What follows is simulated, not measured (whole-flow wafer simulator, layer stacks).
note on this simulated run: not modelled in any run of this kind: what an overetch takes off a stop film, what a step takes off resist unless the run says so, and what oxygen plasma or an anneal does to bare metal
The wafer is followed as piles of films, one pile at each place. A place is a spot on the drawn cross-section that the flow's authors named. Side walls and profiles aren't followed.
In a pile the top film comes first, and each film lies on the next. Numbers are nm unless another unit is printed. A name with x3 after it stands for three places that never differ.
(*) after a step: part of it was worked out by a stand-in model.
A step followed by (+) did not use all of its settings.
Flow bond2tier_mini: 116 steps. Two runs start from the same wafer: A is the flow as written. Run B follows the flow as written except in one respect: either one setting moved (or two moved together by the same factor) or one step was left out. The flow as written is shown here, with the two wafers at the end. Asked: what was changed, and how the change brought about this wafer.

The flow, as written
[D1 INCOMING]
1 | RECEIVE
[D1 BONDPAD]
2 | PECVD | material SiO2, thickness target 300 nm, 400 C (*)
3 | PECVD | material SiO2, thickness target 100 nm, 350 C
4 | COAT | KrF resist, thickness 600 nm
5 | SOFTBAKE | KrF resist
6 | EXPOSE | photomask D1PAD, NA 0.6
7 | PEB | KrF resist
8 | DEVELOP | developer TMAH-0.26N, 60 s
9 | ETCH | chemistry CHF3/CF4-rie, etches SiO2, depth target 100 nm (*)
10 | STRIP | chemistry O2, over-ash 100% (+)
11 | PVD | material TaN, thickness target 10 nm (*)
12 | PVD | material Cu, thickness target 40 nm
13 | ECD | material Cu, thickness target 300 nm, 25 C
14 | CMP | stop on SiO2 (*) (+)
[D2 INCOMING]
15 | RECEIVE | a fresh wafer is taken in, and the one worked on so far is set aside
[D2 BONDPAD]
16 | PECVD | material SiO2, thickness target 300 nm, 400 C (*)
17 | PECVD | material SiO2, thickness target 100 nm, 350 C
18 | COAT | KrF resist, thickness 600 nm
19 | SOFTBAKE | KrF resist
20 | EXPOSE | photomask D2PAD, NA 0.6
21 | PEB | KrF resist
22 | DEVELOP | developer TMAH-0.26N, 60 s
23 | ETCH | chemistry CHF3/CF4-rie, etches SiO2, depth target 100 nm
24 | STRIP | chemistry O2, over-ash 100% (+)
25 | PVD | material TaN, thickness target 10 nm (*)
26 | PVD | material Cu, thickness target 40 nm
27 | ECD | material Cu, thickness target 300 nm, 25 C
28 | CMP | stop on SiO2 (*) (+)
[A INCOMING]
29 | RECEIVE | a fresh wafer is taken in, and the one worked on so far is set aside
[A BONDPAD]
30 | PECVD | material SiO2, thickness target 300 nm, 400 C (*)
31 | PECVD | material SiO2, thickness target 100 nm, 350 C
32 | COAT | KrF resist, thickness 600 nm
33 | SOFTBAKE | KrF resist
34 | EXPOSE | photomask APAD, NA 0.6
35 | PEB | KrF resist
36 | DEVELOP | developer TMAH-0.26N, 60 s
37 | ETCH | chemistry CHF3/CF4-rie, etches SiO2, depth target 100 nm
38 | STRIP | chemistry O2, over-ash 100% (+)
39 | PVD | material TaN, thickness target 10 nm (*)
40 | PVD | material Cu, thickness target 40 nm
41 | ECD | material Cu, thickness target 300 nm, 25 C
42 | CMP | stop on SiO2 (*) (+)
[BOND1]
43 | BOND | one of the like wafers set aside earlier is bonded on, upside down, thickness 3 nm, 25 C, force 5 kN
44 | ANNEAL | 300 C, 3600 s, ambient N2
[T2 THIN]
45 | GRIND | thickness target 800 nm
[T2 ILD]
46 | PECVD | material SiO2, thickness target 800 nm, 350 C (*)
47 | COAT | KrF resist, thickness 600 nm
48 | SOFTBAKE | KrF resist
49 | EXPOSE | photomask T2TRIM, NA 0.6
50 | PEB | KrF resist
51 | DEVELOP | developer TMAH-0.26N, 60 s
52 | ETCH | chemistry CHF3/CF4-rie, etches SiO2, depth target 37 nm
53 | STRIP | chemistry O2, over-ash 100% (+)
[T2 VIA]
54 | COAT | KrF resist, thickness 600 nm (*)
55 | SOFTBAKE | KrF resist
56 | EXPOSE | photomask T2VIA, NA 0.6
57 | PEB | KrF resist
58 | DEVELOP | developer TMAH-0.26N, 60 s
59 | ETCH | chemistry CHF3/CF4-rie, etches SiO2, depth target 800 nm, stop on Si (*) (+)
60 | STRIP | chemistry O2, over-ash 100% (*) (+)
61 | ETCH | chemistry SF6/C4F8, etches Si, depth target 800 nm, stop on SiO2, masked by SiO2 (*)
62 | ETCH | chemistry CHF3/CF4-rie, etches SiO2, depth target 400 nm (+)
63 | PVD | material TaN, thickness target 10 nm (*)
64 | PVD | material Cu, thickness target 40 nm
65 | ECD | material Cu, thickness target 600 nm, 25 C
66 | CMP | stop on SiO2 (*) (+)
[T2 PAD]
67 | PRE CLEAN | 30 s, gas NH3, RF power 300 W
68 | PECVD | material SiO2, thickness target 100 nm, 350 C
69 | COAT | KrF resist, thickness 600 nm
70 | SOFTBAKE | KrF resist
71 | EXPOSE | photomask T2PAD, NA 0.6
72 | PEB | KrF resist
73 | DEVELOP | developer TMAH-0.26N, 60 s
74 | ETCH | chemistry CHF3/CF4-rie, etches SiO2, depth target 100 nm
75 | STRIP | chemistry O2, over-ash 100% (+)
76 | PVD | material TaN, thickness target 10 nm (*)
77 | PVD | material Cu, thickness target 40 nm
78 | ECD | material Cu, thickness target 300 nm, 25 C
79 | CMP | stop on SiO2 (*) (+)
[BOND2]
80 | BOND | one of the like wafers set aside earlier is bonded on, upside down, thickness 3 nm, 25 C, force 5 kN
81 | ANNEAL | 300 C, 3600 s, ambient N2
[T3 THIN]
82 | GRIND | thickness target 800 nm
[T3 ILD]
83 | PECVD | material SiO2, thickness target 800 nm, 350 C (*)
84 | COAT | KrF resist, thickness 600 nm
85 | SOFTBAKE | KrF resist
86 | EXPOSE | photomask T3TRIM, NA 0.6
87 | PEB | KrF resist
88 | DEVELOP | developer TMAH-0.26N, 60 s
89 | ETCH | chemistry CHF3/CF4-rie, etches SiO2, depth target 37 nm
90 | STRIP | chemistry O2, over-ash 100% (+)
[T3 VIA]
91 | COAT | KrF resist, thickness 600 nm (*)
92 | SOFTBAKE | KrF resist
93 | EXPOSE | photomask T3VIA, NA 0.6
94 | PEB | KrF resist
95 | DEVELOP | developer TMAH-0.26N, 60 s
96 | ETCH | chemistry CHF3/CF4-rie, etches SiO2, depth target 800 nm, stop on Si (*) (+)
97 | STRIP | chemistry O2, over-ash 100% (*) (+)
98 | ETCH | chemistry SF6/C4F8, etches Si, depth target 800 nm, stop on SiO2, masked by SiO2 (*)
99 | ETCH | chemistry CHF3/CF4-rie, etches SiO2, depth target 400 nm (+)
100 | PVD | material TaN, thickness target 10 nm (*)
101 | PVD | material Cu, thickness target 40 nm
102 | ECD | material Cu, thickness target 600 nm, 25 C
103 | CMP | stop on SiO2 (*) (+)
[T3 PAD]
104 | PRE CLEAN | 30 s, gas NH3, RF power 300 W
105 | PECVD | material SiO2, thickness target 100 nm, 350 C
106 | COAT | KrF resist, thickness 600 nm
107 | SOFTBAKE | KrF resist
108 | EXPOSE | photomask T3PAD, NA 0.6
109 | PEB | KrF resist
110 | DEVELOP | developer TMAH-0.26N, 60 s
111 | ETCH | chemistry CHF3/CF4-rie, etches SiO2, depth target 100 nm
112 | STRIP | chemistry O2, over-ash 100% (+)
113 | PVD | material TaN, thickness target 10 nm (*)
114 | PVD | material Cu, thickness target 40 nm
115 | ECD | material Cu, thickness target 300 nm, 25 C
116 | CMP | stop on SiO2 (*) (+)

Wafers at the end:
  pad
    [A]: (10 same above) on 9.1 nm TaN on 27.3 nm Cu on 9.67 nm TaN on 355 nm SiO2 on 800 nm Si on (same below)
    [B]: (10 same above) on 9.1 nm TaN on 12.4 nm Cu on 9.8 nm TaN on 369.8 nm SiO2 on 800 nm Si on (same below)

The reason: step 52, ETCH: depth target 22.2 nm was run, while the flow as written has depth target 37 nm.

How this came from the change, step by step:
  52 | ETCH | chemistry CHF3/CF4-rie, etches SiO2, depth target 37 nm
      pad, via: A SiO2 loses 37 | B SiO2 loses 22.2
      field: A KrF resist loses 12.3 | B KrF resist loses 7.4
  60 | STRIP | chemistry O2, over-ash 100% (*) (+)
      field: A KrF resist loses 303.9 (all of it) | B KrF resist loses 310.2 (all of it)
  65 | ECD | material Cu, thickness target 600 nm, 25 C
      pad: A Cu gains 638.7 | B Cu gains 623.2
